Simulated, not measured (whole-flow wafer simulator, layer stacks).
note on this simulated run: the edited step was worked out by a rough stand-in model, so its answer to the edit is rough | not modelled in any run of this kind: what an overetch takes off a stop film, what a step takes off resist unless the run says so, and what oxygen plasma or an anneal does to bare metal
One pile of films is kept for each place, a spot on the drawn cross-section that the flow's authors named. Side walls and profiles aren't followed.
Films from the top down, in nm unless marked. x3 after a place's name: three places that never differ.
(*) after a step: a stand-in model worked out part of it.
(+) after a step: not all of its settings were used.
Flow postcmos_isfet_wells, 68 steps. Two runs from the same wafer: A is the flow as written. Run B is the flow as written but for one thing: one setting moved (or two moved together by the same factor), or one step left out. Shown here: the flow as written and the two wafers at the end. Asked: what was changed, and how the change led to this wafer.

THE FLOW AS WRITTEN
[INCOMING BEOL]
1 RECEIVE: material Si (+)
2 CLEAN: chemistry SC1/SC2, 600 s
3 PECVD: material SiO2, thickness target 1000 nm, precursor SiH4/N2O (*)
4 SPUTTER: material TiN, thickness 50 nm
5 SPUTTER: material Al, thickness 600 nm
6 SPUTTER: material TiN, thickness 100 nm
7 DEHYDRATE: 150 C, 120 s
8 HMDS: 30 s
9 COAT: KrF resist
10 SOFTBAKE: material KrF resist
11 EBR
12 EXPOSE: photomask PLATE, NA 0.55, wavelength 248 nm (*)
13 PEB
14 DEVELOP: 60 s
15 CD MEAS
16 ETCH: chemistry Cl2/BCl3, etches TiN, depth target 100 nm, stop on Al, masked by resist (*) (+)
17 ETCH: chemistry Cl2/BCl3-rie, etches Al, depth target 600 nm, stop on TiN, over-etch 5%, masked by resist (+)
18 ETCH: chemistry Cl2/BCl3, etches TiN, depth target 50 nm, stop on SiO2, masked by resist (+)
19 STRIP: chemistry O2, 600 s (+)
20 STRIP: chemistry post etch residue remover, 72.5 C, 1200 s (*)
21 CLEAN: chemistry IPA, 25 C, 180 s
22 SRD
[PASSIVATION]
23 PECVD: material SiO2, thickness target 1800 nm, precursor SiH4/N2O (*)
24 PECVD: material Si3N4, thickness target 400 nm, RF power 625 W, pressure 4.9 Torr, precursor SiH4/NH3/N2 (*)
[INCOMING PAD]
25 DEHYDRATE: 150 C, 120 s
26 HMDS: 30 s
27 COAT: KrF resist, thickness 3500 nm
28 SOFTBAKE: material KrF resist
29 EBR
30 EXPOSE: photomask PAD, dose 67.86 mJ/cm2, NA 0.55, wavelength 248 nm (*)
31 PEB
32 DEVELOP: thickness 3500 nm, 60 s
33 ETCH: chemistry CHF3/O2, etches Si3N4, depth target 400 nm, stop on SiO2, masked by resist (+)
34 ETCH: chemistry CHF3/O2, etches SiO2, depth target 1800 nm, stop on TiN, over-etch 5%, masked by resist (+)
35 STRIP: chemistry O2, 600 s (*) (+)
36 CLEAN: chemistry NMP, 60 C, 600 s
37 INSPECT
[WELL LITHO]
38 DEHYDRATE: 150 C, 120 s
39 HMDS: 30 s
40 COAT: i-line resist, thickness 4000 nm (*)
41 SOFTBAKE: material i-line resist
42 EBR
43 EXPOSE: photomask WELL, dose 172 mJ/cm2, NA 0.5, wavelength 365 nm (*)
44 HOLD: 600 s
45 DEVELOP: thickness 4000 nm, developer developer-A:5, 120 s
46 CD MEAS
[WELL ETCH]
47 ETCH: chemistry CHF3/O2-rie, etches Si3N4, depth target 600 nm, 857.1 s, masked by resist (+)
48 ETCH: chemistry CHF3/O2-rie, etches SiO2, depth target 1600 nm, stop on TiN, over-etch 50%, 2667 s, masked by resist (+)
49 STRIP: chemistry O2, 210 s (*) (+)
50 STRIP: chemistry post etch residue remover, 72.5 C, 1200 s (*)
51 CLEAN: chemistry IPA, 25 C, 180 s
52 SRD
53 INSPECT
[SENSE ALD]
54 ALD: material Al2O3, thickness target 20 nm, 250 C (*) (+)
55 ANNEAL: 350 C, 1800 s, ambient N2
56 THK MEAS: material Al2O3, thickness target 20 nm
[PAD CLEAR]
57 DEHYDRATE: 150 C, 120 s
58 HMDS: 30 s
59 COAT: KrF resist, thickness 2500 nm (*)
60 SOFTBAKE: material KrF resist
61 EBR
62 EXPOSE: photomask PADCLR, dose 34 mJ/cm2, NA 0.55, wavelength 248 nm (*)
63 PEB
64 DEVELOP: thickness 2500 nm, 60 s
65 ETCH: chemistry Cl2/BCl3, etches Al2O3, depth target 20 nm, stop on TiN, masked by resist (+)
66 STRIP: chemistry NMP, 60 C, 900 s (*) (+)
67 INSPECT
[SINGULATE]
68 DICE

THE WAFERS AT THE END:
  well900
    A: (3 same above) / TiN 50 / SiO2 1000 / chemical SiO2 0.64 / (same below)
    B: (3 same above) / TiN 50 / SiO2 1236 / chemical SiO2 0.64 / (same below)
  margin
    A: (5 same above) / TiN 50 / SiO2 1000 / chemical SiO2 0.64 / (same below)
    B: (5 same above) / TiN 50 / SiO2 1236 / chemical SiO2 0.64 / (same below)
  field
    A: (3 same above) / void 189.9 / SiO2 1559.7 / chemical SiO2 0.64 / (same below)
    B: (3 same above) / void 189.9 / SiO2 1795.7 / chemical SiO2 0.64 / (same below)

The cause: step 3, PECVD: thickness target 1236 nm was run, where the flow has thickness target 1000 nm.
It can be read off the wafer: well900 has SiO2 1236, and step 3 as written asks for 1000 nm.

How the change led to this, step by step:
  3 PECVD: material SiO2, thickness target 1000 nm, precursor SiH4/N2O (*)
      field, margin, well900, well1300 x3, pad_rim, pad_clr, pad_open: A SiO2 +1000 (new film) | B SiO2 +1236 (new film)
